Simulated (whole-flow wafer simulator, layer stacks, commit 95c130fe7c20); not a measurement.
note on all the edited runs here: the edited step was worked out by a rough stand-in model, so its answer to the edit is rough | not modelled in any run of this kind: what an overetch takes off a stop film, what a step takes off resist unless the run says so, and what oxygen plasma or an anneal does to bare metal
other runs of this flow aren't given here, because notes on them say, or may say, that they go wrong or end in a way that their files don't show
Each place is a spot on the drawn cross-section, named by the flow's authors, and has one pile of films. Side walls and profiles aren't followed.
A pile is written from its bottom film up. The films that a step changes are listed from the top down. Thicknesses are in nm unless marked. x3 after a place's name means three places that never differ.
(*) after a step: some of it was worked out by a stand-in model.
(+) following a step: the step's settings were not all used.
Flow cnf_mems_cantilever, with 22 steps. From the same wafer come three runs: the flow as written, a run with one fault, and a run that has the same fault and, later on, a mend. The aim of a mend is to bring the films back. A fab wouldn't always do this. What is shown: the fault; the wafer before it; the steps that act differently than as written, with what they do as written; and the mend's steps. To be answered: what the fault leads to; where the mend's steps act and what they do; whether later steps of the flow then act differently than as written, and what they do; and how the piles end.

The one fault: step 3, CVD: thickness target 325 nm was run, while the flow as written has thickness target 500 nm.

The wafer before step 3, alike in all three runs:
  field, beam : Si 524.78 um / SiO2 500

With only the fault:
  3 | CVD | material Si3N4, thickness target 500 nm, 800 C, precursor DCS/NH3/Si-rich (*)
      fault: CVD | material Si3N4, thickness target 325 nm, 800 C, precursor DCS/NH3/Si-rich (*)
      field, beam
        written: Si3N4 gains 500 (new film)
        fault: Si3N4 gains 325 (new film)
  Steps later in the flow that act otherwise than as written:
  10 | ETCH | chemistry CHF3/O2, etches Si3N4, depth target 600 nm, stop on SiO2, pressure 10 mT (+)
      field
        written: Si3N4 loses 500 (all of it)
        fault: Si3N4 loses 325 (all of it)
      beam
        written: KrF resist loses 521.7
        fault: KrF resist loses 423.9
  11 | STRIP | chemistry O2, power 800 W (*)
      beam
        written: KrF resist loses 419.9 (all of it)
        fault: KrF resist loses 517.8 (all of it)
  At beam, the piles at the end differ from the flow's by more than 2% or 0.5 nm, whichever is larger.
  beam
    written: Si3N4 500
    fault: Si3N4 325

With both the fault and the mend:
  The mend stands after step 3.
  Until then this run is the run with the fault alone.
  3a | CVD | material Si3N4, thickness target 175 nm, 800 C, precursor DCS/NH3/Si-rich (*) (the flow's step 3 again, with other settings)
      field, beam
        Si3N4 gains 175
  None of the later steps of the flow acts differently than as written at any place that is followed.
  At every place that both follow, the piles at the end match the flow's.
